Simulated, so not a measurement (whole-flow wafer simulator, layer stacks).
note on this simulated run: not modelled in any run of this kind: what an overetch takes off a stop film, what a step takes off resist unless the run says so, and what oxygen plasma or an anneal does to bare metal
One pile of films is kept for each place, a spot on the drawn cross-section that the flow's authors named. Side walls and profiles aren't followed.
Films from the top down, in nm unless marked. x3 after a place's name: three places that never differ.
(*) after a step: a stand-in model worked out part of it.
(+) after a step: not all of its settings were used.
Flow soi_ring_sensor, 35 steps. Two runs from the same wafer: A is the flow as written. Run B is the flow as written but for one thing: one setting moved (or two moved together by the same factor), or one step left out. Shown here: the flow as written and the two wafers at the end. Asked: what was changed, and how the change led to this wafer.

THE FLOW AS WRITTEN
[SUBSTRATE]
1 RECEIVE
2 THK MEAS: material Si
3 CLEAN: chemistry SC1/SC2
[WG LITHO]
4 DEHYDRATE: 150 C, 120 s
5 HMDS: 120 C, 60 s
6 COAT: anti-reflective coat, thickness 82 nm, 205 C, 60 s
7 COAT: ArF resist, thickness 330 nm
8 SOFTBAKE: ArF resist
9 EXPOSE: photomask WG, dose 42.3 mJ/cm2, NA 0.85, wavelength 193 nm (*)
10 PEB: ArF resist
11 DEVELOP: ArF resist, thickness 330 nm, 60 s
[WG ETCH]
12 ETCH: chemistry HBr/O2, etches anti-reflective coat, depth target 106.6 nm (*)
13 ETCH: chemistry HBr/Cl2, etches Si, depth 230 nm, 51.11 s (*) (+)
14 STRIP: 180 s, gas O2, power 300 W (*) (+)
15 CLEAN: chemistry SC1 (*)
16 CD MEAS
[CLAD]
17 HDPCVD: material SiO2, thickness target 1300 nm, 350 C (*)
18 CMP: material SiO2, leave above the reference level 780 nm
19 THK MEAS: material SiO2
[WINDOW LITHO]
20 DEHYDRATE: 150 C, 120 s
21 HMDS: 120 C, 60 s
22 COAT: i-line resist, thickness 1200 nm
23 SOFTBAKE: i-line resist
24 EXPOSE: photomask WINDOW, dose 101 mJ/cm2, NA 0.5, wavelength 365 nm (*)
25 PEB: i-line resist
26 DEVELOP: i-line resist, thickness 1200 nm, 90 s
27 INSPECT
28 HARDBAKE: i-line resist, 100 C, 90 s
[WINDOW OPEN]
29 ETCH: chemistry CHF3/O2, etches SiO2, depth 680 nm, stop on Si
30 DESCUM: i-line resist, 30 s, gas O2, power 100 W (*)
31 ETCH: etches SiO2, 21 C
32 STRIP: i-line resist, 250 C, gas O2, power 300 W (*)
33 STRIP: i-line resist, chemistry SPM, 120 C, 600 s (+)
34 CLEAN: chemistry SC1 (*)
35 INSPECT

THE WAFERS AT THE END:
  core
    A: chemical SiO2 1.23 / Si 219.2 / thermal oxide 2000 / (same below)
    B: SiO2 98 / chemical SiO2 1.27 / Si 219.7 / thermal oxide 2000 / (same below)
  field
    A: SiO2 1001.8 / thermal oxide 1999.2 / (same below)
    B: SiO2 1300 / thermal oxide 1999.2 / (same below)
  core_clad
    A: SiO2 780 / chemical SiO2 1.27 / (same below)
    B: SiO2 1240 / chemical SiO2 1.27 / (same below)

The cause: step 18, CMP: leave above the reference level 1240 nm was run, where the flow has leave above the reference level 780 nm.
It can be read off the wafer: core_clad has SiO2 1240, and step 18 as written asks for 780 nm.

How the change led to this, step by step:
  18 CMP: material SiO2, leave above the reference level 780 nm
      gap, window, field, gap_clad: A SiO2 -298.2 | B nothing
      core, core_clad: A SiO2 -520 | B SiO2 -60
  22 COAT: i-line resist, thickness 1200 nm
      core, core_clad: A i-line resist +1200 (new film) | B i-line resist +1060 (new film)
  23 SOFTBAKE: i-line resist
      core, core_clad: A nothing | B i-line resist -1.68
      gap, gap_clad: A nothing | B i-line resist -2.1
      (and at 1 more place)
  25 PEB: i-line resist
      core, core_clad: A i-line resist -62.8 | B i-line resist -55.1
  26 DEVELOP: i-line resist, thickness 1200 nm, 90 s
      core: A i-line resist -1137.2 (all of it) | B i-line resist -1003.2 (all of it)
  31 ETCH: etches SiO2, 21 C
      core: A SiO2 -100 (all of it), chemical SiO2 -1.27 (all of it) | B SiO2 -462
  32 STRIP: i-line resist, 250 C, gas O2, power 300 W (*)
      core: A chemical SiO2 +1.23 (new film), Si -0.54 | B nothing
      core_clad: A i-line resist -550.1 (all of it) | B i-line resist -416.4 (all of it)
